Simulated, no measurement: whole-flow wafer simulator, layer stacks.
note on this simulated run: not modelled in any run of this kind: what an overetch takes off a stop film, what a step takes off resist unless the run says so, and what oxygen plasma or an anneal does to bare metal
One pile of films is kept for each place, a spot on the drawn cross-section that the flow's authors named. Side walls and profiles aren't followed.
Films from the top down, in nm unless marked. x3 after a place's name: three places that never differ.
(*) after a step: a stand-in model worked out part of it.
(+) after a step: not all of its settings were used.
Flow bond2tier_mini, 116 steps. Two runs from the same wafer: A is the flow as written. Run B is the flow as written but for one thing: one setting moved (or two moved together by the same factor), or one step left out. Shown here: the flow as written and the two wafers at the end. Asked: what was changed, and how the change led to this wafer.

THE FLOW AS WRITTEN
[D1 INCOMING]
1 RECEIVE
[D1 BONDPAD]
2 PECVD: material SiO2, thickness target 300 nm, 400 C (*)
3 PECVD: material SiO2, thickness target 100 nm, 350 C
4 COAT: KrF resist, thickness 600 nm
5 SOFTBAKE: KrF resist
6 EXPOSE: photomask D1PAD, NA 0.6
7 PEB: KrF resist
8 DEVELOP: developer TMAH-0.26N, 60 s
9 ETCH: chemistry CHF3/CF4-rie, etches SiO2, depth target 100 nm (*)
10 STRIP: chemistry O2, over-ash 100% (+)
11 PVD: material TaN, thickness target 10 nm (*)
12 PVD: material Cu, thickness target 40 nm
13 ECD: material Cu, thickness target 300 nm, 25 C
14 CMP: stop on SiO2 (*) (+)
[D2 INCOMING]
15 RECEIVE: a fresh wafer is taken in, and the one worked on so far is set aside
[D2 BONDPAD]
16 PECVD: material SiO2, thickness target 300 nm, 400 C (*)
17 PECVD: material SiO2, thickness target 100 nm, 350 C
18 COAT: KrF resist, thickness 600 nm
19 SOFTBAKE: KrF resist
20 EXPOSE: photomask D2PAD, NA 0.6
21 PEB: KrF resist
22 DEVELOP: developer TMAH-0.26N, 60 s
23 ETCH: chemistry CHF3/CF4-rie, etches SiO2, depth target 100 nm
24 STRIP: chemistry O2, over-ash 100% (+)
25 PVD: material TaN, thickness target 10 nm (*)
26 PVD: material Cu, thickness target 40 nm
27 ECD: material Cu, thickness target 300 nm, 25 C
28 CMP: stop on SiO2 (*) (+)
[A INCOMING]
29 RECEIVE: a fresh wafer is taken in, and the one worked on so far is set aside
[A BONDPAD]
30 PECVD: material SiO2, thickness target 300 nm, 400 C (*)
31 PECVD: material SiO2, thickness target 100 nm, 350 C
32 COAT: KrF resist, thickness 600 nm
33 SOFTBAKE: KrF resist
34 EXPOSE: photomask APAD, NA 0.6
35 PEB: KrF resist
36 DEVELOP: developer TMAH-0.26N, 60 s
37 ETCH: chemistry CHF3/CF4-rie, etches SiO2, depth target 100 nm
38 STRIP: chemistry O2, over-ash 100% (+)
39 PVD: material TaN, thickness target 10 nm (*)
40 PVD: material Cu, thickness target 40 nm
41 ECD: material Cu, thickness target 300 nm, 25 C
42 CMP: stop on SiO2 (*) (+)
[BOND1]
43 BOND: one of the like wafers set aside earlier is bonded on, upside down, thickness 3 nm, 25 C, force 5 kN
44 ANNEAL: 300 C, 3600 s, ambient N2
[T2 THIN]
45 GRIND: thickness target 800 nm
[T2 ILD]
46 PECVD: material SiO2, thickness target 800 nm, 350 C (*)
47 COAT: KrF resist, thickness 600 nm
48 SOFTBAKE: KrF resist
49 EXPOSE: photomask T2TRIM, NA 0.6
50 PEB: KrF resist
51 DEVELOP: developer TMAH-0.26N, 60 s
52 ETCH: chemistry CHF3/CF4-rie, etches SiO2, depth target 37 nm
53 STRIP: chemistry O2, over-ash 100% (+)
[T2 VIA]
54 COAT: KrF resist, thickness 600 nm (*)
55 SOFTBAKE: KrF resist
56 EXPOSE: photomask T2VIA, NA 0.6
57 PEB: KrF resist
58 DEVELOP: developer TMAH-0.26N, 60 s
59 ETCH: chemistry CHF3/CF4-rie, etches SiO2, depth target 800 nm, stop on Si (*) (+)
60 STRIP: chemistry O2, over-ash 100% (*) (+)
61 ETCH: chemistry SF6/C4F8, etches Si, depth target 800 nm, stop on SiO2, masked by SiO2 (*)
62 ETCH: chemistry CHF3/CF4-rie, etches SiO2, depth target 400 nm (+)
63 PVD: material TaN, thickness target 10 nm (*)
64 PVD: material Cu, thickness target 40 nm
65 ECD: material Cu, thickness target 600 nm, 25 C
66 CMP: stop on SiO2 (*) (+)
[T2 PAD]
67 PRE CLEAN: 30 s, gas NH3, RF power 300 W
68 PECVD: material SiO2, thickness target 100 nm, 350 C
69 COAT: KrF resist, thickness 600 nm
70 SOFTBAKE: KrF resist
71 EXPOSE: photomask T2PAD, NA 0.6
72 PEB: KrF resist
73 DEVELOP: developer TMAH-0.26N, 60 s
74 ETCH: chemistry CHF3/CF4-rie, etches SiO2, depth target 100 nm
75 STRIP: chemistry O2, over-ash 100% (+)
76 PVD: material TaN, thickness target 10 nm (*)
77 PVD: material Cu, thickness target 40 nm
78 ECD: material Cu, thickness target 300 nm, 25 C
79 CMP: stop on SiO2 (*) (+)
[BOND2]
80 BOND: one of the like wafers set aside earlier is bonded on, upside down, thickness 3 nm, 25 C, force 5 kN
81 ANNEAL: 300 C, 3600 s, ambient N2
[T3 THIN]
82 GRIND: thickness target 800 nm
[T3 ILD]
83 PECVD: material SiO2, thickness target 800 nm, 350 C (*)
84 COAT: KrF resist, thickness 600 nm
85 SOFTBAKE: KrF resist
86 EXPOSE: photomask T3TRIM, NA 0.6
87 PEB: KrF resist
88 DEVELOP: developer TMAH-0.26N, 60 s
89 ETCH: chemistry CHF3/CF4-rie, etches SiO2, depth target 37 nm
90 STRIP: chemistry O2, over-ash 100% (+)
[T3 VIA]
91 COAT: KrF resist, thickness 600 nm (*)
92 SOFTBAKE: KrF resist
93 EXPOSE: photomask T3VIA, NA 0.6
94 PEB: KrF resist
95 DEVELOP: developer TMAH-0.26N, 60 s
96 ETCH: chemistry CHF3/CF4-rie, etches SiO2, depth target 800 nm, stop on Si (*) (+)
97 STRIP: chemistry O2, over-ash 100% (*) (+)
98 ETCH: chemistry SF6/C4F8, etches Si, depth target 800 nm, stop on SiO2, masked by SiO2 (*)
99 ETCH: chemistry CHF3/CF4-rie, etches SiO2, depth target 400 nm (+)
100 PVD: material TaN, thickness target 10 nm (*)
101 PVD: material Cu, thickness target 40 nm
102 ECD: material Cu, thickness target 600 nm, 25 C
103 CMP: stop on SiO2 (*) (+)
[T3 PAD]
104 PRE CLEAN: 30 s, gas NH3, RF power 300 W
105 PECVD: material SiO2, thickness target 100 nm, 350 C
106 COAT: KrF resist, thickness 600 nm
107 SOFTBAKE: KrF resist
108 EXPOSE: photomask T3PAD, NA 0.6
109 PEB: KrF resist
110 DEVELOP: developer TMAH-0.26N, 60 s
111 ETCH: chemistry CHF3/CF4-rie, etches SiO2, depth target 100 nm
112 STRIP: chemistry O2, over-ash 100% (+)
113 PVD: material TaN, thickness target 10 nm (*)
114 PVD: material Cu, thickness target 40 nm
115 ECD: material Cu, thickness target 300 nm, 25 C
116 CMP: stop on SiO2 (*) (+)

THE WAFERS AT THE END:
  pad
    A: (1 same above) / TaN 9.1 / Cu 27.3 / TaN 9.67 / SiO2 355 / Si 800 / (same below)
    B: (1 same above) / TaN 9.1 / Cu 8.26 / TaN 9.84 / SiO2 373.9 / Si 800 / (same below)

The cause: step 89, ETCH: depth target 18.1 nm was run, where the flow has depth target 37 nm.

How the change led to this, step by step:
  89 ETCH: chemistry CHF3/CF4-rie, etches SiO2, depth target 37 nm
      field: A KrF resist -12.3 | B KrF resist -6.03
      pad: A SiO2 -37 | B SiO2 -18.1
  97 STRIP: chemistry O2, over-ash 100% (*) (+)
      field: A KrF resist -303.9 (all of it) | B KrF resist -311.9 (all of it)
      pad: A KrF resist -336 (all of it) | B KrF resist -327.6 (all of it)
  102 ECD: material Cu, thickness target 600 nm, 25 C
      pad: A Cu +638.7 | B Cu +618.9
